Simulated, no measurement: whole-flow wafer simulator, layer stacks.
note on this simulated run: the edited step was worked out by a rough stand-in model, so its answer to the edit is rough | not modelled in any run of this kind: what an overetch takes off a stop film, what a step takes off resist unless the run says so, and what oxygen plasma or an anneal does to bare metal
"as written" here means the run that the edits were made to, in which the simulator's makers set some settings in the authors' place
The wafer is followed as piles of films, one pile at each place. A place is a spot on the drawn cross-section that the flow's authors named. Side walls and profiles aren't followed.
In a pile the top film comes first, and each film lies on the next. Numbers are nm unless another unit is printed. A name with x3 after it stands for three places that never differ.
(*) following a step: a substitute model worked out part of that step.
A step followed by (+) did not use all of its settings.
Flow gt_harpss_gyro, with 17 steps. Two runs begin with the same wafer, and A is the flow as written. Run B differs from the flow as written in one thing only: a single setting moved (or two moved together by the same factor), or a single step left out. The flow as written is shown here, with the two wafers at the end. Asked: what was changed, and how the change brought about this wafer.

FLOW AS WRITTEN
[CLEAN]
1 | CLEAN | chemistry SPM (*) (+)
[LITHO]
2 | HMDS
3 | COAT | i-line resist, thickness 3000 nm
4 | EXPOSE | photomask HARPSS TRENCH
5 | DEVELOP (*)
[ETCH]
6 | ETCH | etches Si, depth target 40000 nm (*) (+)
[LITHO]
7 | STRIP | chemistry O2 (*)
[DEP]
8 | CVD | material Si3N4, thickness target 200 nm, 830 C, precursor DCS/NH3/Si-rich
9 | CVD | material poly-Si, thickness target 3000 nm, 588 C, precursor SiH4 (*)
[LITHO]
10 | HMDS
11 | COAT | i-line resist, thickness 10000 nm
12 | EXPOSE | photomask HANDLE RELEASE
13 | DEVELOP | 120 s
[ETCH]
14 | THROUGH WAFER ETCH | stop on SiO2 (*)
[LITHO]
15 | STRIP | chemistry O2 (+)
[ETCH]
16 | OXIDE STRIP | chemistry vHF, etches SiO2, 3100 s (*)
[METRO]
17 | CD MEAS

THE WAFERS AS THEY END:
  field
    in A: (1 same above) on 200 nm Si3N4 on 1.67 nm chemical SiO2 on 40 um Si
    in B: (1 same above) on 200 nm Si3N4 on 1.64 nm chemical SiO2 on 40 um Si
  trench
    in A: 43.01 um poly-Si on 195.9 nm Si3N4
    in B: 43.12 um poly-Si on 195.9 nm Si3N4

Cause: step 6, ETCH: depth target 57000 nm was run, whereas the flow has depth target 40000 nm.

The path from the change to this, step by step:
  6 | ETCH | etches Si, depth target 40000 nm (*) (+)
      trench: A chemical SiO2 loses 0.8 (all of it), Si loses 40 um (all of it) | B chemical SiO2 loses 0.8 (all of it), Si loses 40 um (all of it), SiO2 loses 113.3
      field: A i-line resist loses 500 | B i-line resist loses 712.5
  7 | STRIP | chemistry O2 (*)
      field: A i-line resist loses 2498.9 (all of it), chemical SiO2 gains 0.87, Si loses 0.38 | B i-line resist loses 2286.4 (all of it), chemical SiO2 gains 0.84, Si loses 0.37
  9 | CVD | material poly-Si, thickness target 3000 nm, 588 C, precursor SiH4 (*)
      trench: A poly-Si gains 43.01 um (new film) | B poly-Si gains 43.12 um (new film)
  16 | OXIDE STRIP | chemistry vHF, etches SiO2, 3100 s (*)
      trench: A under 2 films: SiO2 loses 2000 (all of it) | B under 2 films: SiO2 loses 1886.7 (all of it)
